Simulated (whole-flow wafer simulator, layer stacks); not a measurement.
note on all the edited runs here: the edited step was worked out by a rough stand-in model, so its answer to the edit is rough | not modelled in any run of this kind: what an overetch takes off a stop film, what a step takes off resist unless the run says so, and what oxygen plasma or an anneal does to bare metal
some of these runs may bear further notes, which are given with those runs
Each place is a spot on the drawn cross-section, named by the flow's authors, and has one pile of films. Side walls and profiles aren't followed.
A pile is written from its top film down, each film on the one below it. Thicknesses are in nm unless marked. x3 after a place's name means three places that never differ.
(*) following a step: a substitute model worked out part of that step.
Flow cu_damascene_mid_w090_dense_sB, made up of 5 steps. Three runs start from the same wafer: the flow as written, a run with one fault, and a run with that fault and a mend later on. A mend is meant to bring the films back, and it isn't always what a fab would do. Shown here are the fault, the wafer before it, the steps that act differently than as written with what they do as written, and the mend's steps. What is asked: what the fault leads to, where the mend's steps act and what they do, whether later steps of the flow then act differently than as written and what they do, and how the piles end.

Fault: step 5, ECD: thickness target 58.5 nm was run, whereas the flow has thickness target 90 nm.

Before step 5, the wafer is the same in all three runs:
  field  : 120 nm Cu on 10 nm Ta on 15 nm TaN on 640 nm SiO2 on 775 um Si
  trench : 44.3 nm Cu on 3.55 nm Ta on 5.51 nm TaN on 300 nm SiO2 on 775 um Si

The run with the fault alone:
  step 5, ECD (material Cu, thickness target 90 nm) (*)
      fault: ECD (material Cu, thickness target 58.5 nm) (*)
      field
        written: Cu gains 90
        fault: Cu gains 58.5
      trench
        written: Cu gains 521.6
        fault: Cu gains 490.1
  Later steps of the flow that are run all act as written at every place that is followed.
  At field, trench, the piles at the end differ from the flow's by more than 2% or 0.5 nm, whichever is larger.
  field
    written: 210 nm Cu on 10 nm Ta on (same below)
    fault: 178.5 nm Cu on 10 nm Ta on (same below)
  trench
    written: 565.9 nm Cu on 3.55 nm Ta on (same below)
    fault: 534.4 nm Cu on 3.55 nm Ta on (same below)

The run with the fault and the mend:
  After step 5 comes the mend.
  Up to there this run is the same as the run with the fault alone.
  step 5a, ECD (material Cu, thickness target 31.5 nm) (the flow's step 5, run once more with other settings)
      field, trench
        Cu gains 31.5
  Later steps of the flow that are run all act as written at every place that is followed.
  The piles end the same as the flow's at every place that both follow.
